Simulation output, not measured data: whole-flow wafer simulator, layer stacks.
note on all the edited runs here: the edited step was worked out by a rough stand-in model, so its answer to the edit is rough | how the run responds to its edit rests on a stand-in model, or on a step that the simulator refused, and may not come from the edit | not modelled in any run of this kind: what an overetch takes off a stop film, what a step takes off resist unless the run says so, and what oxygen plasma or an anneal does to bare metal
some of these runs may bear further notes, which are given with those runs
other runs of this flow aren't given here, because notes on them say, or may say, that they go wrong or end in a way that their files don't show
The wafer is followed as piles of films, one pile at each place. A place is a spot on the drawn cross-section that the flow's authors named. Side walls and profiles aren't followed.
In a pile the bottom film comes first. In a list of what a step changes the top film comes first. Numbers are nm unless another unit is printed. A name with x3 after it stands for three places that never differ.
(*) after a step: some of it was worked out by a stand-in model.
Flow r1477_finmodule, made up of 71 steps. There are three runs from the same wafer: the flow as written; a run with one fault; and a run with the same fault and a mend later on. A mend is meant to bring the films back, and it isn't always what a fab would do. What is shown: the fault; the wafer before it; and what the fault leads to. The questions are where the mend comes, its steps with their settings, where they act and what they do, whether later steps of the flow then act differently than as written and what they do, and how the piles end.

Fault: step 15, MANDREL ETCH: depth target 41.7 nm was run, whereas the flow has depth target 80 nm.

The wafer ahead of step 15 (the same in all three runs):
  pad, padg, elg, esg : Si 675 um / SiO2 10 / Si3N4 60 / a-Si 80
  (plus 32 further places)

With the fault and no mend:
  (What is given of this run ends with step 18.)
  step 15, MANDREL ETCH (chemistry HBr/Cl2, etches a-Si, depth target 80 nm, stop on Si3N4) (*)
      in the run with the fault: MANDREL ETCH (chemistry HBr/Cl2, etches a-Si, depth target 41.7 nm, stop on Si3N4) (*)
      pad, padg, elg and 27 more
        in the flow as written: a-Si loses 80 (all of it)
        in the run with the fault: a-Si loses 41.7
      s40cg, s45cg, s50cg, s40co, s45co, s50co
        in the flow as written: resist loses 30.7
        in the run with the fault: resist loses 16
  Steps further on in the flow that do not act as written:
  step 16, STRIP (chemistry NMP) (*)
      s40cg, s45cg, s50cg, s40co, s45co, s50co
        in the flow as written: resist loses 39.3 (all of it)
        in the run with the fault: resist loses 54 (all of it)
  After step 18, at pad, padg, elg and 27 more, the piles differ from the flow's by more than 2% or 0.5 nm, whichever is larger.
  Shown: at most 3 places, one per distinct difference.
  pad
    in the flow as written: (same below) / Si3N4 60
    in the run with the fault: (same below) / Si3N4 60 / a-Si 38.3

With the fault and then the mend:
  The mend stands after step 16.
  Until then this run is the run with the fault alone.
  step 16a, DEHYDRATE (150 C, 120 s) (a further turn of the flow's step 9)
      leaves every film unchanged at each place that is followed
  step 16b, COAT (resist, thickness 70 nm) (*) (a further turn of the flow's step 10)
      pad, padg, elg and 15 more
        resist gains 70 (new film)
      s40cg, s40co
        resist gains 42.5 (new film)
      s40sg, s40so
        resist gains 83.6 (new film)
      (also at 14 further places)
  step 16c, SOFTBAKE (180 C, 180 s) (*) (a further turn of the flow's step 11)
      leaves every film unchanged at each place that is followed
  step 16d, EXPOSE (resist, photomask FIN MANDREL) (a further turn of the flow's step 12)
      leaves every film unchanged at each place that is followed
  step 16e, DEVELOP (*) (a further turn of the flow's step 13)
      pad, padg, elg and 15 more
        resist loses 70 (all of it)
      s40sg, s40so
        resist loses 83.6 (all of it)
      s40sg_line, s40so_line
        resist loses 83.9 (all of it)
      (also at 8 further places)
  step 16f, MANDREL ETCH (chemistry HBr/Cl2, etches a-Si, depth target 38.3 nm, stop on Si3N4) (*) (a further turn of the flow's step 15, with different settings)
      pad, padg, elg and 27 more
        a-Si loses 38.3 (all of it)
      s40cg, s45cg, s50cg, s40co, s45co, s50co
        resist loses 14.7
  step 16g, STRIP (chemistry NMP) (*) (a further turn of the flow's step 16)
      s40cg, s40co
        resist loses 27.8 (all of it)
      s45cg, s45co
        resist loses 29.6 (all of it)
      s50cg, s50co
        resist loses 31.3 (all of it)
  Every later step of the flow that is run acts as written at every place that is followed.
  By the end, the piles equal the flow's at every place that both follow.
